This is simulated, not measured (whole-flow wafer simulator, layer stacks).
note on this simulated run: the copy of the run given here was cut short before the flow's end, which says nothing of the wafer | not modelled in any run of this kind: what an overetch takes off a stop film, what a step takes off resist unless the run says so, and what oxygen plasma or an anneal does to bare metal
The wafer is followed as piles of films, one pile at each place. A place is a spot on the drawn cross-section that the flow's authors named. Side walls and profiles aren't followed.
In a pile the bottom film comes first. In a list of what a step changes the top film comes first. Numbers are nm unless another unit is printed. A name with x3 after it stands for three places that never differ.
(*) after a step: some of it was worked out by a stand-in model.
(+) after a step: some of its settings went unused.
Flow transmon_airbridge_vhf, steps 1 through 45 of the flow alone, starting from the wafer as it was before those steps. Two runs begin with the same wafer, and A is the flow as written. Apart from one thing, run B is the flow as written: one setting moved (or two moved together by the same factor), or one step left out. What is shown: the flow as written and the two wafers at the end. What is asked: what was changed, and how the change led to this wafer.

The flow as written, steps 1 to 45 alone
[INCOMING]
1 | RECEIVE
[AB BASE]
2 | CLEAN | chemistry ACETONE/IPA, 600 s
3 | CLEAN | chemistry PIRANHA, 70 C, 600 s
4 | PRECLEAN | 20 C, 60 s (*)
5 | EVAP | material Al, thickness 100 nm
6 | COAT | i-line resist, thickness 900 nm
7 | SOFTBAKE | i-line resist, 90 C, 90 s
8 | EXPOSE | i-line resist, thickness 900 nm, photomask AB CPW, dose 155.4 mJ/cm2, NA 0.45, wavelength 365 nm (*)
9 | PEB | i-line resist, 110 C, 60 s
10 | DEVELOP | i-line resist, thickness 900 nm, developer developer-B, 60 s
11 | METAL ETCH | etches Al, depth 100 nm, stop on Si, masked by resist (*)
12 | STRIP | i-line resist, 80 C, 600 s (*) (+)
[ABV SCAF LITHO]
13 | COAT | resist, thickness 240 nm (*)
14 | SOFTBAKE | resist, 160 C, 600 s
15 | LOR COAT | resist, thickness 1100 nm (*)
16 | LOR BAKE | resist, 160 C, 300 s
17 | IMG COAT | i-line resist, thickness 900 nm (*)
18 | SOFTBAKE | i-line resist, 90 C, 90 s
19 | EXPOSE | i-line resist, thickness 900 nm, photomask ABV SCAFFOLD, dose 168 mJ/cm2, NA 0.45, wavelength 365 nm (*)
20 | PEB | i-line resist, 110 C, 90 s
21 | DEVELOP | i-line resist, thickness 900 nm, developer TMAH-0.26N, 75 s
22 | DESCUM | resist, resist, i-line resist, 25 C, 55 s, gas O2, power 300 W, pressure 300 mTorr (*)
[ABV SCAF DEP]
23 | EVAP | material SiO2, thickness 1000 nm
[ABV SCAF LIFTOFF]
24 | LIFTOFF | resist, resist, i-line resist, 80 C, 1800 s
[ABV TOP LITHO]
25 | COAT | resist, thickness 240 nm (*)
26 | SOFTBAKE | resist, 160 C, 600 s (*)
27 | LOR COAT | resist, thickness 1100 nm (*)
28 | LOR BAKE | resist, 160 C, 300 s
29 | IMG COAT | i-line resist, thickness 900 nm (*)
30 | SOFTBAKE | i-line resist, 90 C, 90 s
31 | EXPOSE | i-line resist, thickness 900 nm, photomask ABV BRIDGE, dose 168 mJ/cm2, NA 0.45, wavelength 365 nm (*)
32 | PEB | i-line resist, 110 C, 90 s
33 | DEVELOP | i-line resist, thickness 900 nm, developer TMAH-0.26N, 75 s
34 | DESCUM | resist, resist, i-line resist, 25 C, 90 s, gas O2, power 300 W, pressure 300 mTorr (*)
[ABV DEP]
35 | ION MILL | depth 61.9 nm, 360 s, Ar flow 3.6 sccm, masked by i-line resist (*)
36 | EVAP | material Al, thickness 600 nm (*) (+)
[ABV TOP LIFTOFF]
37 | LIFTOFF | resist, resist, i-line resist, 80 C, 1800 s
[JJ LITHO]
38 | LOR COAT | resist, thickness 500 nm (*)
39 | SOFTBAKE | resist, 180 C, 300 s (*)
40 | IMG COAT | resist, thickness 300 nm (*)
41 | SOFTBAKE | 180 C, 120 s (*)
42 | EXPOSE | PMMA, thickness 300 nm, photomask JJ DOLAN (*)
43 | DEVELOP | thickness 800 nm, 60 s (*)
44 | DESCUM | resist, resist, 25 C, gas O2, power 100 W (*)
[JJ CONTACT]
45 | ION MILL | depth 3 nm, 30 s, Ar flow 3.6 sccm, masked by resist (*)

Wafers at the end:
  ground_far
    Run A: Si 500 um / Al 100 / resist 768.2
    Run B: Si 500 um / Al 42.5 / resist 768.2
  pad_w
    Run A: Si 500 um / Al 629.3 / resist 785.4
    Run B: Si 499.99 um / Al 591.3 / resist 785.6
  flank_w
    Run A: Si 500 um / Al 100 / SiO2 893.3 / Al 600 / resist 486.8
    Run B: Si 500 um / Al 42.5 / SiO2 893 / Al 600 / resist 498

What caused this: step 5, EVAP: thickness 42.5 nm was run, whereas the flow has thickness 100 nm.
One can read it off the wafer: ground_far has Al 42.5, and step 5 as written asks for 100 nm.

The path from the change to this, step by step:
  5 | EVAP | material Al, thickness 100 nm
      field x3, jj_line, ground_far and 12 more: A +100 Al (new film) | B +42.5 Al (new film)
  11 | METAL ETCH | etches Al, depth 100 nm, stop on Si, masked by resist (*)
      ground_far, pad_w, flank_w and 8 more: A -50 i-line resist | B -31.9 i-line resist
      field x3, jj_line, gap_w, gap_e: A -100 Al (all of it) | B -42.5 Al (all of it)
  12 | STRIP | i-line resist, 80 C, 600 s (*) (+)
      ground_far, pad_w, flank_w and 8 more: A -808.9 i-line resist (all of it) | B -827.1 i-line resist (all of it)
  13 | COAT | resist, thickness 240 nm (*)
      flank_w, flank_e: A +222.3 resist (new film) | B +231.7 resist (new film)
      gap_w, gap_e: A +251.7 resist (new film) | B +245.4 resist (new film)
  22 | DESCUM | resist, resist, i-line resist, 25 C, 55 s, gas O2, power 300 W, pressure 300 mTorr (*)
      flank_w, flank_e: A -222.3 resist (all of it) | B -231.7 resist (all of it)
      gap_w, gap_e: A -251.7 resist (all of it) | B -245.4 resist (all of it)
  25 | COAT | resist, thickness 240 nm (*)
      flank_w, flank_e: A +152.6 resist (new film) | B +159.8 resist (new film)
      gap_w, gap_e: A +210.7 resist (new film) | B +204.5 resist (new film)
  29 | IMG COAT | i-line resist, thickness 900 nm (*)
      gap_w, gap_e: A +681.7 i-line resist (new film) | B +666.6 i-line resist (new film)
  32 | PEB | i-line resist, 110 C, 90 s
      gap_w, gap_e: A -34.7 i-line resist | B -33.9 i-line resist
  33 | DEVELOP | i-line resist, thickness 900 nm, developer TMAH-0.26N, 75 s
      gap_w, gap_e: A -646.9 i-line resist (all of it), -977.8 resist | B -632.7 i-line resist (all of it), -961.5 resist
  34 | DESCUM | resist, resist, i-line resist, 25 C, 90 s, gas O2, power 300 W, pressure 300 mTorr (*)
      flank_w, flank_e: A -152.6 resist (all of it) | B -159.8 resist (all of it)
      gap_w, gap_e: A -210.7 resist (all of it) | B -204.5 resist (all of it)
  35 | ION MILL | depth 61.9 nm, 360 s, Ar flow 3.6 sccm, masked by i-line resist (*)
      pad_w, pad_e: A -61.9 Al | B -42.5 Al (all of it), -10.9 Si
  36 | EVAP | material Al, thickness 600 nm (*) (+)
      pad_w, pad_e: A +591.2 Al | B +591.3 Al (new film)
  38 | LOR COAT | resist, thickness 500 nm (*)
      gap_w, gap_e: A +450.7 resist (new film) | B +440.6 resist (new film)
  40 | IMG COAT | resist, thickness 300 nm (*)
      flank_w, flank_e: A +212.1 resist | B +220.3 resist
      gap_w, gap_e: A +245.7 resist | B +240.4 resist
